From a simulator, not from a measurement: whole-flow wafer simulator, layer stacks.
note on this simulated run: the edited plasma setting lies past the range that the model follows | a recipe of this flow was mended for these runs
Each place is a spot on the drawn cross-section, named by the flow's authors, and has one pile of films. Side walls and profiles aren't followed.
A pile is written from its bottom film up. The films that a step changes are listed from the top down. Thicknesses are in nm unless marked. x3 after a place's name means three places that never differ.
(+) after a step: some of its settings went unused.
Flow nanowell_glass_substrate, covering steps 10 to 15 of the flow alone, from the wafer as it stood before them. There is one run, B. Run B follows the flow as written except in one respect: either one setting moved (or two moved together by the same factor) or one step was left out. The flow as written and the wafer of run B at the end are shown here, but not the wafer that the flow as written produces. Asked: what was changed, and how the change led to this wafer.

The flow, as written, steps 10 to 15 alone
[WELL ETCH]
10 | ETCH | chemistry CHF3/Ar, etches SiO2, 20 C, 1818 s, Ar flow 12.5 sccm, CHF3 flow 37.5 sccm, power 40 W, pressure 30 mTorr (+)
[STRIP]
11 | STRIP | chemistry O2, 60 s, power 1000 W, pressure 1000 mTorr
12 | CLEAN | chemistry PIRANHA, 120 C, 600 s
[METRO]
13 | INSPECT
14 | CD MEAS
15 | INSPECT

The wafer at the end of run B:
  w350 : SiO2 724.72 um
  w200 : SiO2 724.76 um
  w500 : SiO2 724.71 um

What caused this: step 10, ETCH: pressure 19.2 mTorr was run, while the flow as written has pressure 30 mTorr.

How this came from the change, step by step:
  10 | ETCH | chemistry CHF3/Ar, etches SiO2, 20 C, 1818 s, Ar flow 12.5 sccm, CHF3 flow 37.5 sccm, power 40 W, pressure 30 mTorr (+)
      land: UV-NIL-ACRYLATE loses 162 (in the flow as written it would be: UV-NIL-ACRYLATE loses 156.2)
      w350: SiO2 loses 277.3 (in the flow as written it would be: SiO2 loses 300)
      (and at 3 other places as well)
  11 | STRIP | chemistry O2, 60 s, power 1000 W, pressure 1000 mTorr
      land: UV-NIL-ACRYLATE loses 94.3 (all of it) (in the flow as written it would be: UV-NIL-ACRYLATE loses 100.2 (all of it))
